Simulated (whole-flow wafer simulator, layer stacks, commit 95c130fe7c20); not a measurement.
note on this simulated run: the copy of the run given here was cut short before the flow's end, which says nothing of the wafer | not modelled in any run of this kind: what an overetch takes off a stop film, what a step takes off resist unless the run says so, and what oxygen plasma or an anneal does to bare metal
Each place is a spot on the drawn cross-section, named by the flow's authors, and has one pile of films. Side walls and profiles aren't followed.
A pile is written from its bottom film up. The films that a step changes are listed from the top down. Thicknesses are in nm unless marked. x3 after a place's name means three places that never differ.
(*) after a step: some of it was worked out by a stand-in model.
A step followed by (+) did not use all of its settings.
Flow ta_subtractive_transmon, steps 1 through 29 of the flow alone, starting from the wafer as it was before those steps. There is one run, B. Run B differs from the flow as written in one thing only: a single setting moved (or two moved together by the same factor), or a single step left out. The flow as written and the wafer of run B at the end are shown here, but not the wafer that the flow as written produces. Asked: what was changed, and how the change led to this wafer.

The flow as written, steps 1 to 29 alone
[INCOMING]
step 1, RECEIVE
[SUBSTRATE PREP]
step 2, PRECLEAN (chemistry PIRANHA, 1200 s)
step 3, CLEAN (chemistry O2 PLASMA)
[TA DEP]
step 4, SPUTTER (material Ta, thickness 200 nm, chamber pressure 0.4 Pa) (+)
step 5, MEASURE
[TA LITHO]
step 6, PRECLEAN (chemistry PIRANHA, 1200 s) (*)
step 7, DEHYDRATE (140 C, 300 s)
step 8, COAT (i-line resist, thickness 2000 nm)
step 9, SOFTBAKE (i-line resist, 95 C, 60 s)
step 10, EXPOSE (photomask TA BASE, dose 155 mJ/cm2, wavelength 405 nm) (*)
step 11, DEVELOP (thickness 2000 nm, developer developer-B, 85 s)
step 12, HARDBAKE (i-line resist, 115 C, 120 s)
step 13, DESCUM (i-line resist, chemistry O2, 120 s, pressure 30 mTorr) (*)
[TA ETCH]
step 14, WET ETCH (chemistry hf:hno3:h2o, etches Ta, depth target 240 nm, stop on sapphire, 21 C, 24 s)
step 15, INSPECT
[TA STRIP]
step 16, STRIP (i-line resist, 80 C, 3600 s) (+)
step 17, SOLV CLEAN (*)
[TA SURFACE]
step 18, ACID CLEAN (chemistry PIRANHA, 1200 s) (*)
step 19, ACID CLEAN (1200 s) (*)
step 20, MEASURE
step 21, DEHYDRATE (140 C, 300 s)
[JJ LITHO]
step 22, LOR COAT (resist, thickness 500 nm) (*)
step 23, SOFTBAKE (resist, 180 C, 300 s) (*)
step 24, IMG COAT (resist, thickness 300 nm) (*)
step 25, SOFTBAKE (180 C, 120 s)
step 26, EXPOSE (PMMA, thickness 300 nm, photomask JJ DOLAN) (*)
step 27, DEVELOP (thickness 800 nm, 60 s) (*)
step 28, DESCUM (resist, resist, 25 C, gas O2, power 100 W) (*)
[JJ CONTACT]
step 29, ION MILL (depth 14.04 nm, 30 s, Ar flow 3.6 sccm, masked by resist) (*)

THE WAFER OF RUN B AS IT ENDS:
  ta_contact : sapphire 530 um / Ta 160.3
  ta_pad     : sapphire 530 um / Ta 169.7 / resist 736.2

What caused this: step 4, SPUTTER: thickness 170 nm was run, whereas the flow has thickness 200 nm.

How this came from the change, step by step:
  step 4, SPUTTER (material Ta, thickness 200 nm, chamber pressure 0.4 Pa) (+)
      field x2, jj_line, lead, ta_contact, ta_pad: Ta gains 170 (new film) (as written it would have been: Ta gains 200 (new film))
  step 14, WET ETCH (chemistry hf:hno3:h2o, etches Ta, depth target 240 nm, stop on sapphire, 21 C, 24 s)
      field x2, jj_line, lead: Ta loses 170 (all of it) (as written it would have been: Ta loses 200 (all of it))
